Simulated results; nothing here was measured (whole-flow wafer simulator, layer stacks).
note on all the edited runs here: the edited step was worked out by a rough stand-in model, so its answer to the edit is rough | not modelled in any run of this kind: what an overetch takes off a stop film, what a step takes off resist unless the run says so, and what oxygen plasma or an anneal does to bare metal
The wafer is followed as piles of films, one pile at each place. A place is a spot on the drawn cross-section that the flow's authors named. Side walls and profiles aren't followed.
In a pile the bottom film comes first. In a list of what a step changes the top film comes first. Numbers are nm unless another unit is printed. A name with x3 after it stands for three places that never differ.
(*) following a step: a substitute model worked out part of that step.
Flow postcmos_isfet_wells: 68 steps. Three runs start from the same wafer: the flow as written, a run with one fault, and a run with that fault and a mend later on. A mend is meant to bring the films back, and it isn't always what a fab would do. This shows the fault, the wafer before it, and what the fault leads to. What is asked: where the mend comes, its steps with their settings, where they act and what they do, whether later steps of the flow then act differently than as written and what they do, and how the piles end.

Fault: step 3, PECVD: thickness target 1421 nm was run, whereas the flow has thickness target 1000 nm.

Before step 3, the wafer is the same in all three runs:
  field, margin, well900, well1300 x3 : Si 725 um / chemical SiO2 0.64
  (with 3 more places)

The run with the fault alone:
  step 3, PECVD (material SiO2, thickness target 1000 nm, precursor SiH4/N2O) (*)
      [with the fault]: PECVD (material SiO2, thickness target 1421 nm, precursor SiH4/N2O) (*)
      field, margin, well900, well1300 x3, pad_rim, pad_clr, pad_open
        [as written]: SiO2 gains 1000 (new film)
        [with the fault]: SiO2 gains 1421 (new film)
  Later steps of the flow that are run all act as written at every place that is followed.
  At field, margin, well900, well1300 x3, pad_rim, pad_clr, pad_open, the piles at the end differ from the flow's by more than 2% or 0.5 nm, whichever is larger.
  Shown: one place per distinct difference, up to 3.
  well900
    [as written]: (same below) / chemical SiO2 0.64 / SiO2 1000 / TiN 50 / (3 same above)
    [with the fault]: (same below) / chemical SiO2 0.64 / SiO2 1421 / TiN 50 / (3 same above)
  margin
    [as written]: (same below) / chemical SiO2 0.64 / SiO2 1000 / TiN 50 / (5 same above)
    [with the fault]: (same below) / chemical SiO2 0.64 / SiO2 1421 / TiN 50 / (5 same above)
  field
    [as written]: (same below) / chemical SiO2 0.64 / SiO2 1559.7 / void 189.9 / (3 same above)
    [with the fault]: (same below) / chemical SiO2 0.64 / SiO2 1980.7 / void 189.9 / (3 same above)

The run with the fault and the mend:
  The mend stands after step 3.
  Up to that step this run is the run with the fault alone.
  step 3a, ETCH (chemistry boe, depth target 1634 nm)
      field, margin, well900, well1300 x3, pad_rim, pad_clr, pad_open
        SiO2 loses 1421 (all of it), chemical SiO2 loses 0.64 (all of it)
  step 3b, PECVD (material SiO2, thickness target 1000 nm, precursor SiH4/N2O) (the flow's step 3 again)
      field, margin, well900, well1300 x3, pad_rim, pad_clr, pad_open
        SiO2 gains 1000 (new film)
  Later steps of the flow that are run all act as written at every place that is followed.
  At field, margin, well900, well1300 x3, pad_rim, pad_clr, pad_open, the piles at the end differ from the flow's by more than 2% or 0.5 nm, whichever is larger.
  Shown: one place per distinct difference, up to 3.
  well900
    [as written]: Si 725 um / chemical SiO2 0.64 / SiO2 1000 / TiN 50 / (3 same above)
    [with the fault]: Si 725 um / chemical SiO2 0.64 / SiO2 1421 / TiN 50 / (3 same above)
    [with the mend]: Si 725 um / SiO2 1000 / TiN 50 / (3 same above)
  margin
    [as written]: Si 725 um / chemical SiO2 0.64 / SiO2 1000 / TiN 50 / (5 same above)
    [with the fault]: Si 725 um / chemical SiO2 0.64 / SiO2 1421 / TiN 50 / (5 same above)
    [with the mend]: Si 725 um / SiO2 1000 / TiN 50 / (5 same above)
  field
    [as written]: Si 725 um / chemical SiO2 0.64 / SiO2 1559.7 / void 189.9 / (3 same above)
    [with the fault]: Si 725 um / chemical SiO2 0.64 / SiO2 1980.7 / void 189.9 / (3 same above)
    [with the mend]: Si 725 um / SiO2 1559.7 / void 189.9 / (3 same above)
